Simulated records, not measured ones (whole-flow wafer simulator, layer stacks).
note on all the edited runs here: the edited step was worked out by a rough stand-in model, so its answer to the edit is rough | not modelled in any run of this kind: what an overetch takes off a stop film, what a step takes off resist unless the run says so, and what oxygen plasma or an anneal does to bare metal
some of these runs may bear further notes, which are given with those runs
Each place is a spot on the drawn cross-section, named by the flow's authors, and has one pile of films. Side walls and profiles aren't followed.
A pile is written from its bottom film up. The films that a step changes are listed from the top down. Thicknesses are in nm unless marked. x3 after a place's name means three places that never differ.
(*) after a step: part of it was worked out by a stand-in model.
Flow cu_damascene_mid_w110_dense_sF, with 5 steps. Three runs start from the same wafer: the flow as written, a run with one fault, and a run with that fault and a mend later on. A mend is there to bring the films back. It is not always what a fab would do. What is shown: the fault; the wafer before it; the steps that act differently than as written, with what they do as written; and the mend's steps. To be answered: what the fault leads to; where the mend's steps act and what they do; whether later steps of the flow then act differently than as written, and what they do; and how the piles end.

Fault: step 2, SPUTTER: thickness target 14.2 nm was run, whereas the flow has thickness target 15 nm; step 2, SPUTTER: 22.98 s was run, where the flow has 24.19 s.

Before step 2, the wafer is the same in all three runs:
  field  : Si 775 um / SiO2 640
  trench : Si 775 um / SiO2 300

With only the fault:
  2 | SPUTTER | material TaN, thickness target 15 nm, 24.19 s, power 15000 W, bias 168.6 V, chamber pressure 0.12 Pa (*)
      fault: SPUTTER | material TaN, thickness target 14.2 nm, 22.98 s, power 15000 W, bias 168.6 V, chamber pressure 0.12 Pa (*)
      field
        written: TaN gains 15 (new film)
        fault: TaN gains 14.2 (new film)
  Later steps of the flow that are run all act as written at every place that is followed, up to a difference of at most 2% or 0.5 nm, whichever is larger.
  By the end, the piles at field depart from the flow's by more than 2% or 0.5 nm, whichever is larger.
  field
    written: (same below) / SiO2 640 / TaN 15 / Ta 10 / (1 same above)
    fault: (same below) / SiO2 640 / TaN 14.2 / Ta 10 / (1 same above)

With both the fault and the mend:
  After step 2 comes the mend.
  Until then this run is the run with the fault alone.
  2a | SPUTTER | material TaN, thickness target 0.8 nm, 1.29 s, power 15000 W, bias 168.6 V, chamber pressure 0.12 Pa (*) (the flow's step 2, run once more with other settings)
      field
        TaN gains 0.8
      trench
        TaN gains 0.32
  Later steps of the flow that are run all act as written at every place that is followed.
  The piles end only slightly different from the flow's at the places that both follow, by no more than 2% or 0.5 nm, whichever is larger.
